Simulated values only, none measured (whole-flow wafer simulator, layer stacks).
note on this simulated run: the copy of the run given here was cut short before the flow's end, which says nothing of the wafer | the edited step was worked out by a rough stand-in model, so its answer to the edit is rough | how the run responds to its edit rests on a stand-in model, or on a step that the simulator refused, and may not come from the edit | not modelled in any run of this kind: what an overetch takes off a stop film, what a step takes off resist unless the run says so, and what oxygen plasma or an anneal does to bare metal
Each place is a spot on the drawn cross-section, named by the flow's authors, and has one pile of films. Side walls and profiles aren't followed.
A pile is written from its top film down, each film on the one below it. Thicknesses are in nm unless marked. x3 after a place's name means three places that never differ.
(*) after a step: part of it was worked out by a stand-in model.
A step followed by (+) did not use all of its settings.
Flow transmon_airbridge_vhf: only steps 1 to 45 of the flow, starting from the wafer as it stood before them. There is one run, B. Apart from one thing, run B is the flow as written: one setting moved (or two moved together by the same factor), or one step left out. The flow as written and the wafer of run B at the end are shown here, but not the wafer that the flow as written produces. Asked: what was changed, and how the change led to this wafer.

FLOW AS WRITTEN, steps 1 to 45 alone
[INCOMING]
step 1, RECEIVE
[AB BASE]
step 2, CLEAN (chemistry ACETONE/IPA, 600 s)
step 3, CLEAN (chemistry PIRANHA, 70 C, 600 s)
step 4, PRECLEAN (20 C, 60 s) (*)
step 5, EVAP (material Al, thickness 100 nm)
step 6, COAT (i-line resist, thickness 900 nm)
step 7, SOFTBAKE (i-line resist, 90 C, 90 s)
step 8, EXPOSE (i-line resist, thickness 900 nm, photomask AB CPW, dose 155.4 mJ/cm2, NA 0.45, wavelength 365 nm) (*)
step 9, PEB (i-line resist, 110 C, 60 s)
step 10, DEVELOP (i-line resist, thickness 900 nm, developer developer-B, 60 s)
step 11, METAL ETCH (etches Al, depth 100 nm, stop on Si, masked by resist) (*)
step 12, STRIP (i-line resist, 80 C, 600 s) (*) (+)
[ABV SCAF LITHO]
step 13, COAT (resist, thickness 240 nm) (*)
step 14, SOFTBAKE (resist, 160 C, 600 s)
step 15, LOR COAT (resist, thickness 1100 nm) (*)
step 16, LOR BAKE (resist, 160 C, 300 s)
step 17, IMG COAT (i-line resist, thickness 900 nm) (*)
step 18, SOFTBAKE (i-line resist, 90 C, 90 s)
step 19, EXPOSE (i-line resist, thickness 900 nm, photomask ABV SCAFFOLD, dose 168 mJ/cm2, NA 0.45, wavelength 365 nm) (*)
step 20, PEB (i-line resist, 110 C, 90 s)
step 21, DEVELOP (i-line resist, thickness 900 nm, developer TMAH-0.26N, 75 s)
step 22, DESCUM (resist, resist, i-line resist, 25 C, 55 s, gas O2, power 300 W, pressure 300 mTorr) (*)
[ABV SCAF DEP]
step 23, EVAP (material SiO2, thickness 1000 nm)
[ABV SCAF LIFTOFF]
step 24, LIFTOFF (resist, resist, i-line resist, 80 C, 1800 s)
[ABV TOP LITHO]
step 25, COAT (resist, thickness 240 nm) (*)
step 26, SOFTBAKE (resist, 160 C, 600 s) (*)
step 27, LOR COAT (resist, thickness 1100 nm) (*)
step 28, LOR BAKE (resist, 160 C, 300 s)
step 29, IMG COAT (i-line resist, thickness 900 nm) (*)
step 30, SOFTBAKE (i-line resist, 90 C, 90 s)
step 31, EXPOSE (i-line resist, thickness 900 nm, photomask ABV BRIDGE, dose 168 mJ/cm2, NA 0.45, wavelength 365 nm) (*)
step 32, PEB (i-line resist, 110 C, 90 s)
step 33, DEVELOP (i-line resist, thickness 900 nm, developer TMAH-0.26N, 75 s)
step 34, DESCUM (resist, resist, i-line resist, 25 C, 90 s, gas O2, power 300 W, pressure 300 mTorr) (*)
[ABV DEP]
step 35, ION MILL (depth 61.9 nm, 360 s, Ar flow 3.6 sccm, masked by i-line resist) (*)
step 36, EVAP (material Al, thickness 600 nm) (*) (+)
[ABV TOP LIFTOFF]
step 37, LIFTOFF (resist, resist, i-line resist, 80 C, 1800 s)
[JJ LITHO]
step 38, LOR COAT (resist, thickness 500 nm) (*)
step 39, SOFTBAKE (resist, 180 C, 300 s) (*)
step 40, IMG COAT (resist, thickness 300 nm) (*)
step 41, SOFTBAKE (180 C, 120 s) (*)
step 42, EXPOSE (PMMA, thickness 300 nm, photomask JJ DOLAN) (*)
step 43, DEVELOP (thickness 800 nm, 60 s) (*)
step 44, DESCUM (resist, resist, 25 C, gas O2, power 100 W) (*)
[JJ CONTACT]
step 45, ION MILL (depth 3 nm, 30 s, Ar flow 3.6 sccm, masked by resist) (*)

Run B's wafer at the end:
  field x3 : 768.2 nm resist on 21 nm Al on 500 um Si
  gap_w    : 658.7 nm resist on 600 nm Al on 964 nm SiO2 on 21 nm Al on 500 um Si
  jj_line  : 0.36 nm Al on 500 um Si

Cause: step 11, METAL ETCH: depth 79 nm was run, whereas the flow has depth 100 nm.

How this came from the change, step by step:
  step 11, METAL ETCH (etches Al, depth 100 nm, stop on Si, masked by resist) (*)
      field x3, jj_line, gap_w, gap_e: Al loses 79 (in the flow as written it would be: Al loses 100 (all of it))
      ground_far, pad_w, flank_w and 8 more: i-line resist loses 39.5 (in the flow as written it would be: i-line resist loses 50)
  step 45, ION MILL (depth 3 nm, 30 s, Ar flow 3.6 sccm, masked by resist) (*)
      jj_line: Al loses 20.6 (in the flow as written it would be: Si loses 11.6)
If metal films that touch count as one body, field x3 has 1 body; the flow as written gives 0 bodies.
If metal films that touch count as one body, gap_w has 2 bodies (between them, from the top down: SiO2 964); the flow as written gives 1 body.
If metal films that touch count as one body, jj_line has 1 body; the flow as written gives 0 bodies.
